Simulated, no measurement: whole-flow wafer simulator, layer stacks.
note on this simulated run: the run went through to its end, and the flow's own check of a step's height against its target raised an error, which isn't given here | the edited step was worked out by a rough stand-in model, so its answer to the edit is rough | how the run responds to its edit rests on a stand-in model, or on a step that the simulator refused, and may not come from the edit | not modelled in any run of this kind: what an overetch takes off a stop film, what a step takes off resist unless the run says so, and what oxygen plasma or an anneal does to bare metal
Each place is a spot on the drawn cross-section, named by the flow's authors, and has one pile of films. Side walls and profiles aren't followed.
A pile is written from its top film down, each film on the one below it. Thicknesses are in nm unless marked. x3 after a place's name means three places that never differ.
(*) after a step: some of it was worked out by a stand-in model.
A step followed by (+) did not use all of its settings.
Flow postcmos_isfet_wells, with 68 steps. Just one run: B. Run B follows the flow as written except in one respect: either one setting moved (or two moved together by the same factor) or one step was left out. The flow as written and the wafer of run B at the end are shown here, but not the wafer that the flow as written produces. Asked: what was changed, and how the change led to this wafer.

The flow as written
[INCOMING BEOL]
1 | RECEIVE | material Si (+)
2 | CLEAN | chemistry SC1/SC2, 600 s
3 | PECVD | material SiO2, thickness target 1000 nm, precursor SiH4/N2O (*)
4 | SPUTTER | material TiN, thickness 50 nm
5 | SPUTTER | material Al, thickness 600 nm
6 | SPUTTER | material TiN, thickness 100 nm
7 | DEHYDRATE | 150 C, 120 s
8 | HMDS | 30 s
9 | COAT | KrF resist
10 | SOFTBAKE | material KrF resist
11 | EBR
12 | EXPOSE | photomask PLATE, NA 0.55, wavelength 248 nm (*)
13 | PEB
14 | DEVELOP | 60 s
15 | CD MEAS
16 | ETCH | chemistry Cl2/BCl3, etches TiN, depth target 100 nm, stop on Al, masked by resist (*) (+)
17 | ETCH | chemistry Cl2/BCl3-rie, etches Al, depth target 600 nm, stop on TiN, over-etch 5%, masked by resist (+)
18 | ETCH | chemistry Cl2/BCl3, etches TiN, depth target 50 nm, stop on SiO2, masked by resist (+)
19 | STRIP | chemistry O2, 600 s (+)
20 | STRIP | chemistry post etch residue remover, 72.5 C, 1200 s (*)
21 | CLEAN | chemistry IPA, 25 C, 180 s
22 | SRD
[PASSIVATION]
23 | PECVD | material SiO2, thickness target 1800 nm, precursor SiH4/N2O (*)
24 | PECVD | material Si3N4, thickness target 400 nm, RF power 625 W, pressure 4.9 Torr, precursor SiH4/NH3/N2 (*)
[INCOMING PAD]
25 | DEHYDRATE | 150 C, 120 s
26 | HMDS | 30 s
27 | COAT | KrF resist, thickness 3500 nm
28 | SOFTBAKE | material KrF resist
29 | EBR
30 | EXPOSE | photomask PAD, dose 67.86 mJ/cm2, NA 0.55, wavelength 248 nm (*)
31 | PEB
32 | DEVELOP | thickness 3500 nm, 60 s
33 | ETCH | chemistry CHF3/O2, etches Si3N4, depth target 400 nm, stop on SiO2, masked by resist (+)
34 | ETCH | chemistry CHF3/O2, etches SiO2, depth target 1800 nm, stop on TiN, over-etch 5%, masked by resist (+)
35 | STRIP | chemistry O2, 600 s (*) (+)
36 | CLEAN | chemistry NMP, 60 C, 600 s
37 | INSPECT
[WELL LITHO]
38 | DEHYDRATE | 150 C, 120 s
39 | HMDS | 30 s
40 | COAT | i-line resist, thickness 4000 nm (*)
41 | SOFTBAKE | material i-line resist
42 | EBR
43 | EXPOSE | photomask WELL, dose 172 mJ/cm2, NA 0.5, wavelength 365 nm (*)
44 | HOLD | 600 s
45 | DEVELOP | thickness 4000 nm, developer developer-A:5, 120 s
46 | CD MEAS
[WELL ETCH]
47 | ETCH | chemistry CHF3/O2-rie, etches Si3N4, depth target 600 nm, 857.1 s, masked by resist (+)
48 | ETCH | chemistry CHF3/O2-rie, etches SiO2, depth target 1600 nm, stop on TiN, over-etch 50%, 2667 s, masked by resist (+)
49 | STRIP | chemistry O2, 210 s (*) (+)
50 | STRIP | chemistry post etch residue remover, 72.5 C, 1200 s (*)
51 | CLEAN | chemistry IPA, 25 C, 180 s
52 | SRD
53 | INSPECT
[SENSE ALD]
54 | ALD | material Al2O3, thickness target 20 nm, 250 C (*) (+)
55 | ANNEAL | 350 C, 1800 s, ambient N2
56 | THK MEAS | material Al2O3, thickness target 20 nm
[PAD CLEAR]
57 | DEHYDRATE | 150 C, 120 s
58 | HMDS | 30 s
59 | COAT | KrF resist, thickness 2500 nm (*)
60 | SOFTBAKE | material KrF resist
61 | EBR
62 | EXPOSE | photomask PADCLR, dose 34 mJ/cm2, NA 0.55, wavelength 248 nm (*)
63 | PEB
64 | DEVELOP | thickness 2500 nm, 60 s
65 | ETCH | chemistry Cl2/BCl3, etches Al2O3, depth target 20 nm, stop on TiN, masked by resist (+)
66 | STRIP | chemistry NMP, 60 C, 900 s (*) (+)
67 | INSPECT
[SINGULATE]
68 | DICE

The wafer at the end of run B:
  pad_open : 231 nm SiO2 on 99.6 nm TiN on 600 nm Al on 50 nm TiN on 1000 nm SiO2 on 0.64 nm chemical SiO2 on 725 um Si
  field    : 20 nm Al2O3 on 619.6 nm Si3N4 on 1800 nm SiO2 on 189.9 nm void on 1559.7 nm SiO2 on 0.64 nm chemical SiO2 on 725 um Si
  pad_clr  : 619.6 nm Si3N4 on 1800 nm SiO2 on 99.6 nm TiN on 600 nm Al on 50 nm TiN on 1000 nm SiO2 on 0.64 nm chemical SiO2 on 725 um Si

What caused this: step 24, PECVD: thickness target 620 nm was run, though the flow has thickness target 400 nm.

How this came from the change, step by step:
  24 | PECVD | material Si3N4, thickness target 400 nm, RF power 625 W, pressure 4.9 Torr, precursor SiH4/NH3/N2 (*)
      field, margin, well900, well1300 x3, pad_rim, pad_clr, pad_open: +620 Si3N4 (new film) (in the flow as written it would be: +400 Si3N4 (new film))
  33 | ETCH | chemistry CHF3/O2, etches Si3N4, depth target 400 nm, stop on SiO2, masked by resist (+)
      pad_open: -400 Si3N4 (in the flow as written it would be: -400 Si3N4 (all of it))
  34 | ETCH | chemistry CHF3/O2, etches SiO2, depth target 1800 nm, stop on TiN, over-etch 5%, masked by resist (+)
      pad_open: -220 Si3N4 (all of it), -1569 SiO2 (in the flow as written it would be: -1800 SiO2 (all of it))
  47 | ETCH | chemistry CHF3/O2-rie, etches Si3N4, depth target 600 nm, 857.1 s, masked by resist (+)
      well900, well1300 x3: -600 Si3N4 (in the flow as written it would be: -400 Si3N4 (all of it), -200 SiO2)
  48 | ETCH | chemistry CHF3/O2-rie, etches SiO2, depth target 1600 nm, stop on TiN, over-etch 50%, 2667 s, masked by resist (+)
      well900, well1300 x3: -20 Si3N4 (all of it), -1800 SiO2 (all of it) (in the flow as written it would be: -1600 SiO2 (all of it))
  59 | COAT | KrF resist, thickness 2500 nm (*)
      field: +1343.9 KrF resist (new film) (in the flow as written it would be: +1449 KrF resist (new film))
      margin: +1343.8 KrF resist (new film) (in the flow as written it would be: +1448.9 KrF resist (new film))
  63 | PEB
      field, margin: -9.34 KrF resist (in the flow as written it would be: -10.1 KrF resist)
  66 | STRIP | chemistry NMP, 60 C, 900 s (*) (+)
      field: -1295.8 KrF resist (all of it) (in the flow as written it would be: -1400.1 KrF resist (all of it))
      margin: -1295.7 KrF resist (all of it) (in the flow as written it would be: -1400.1 KrF resist (all of it))
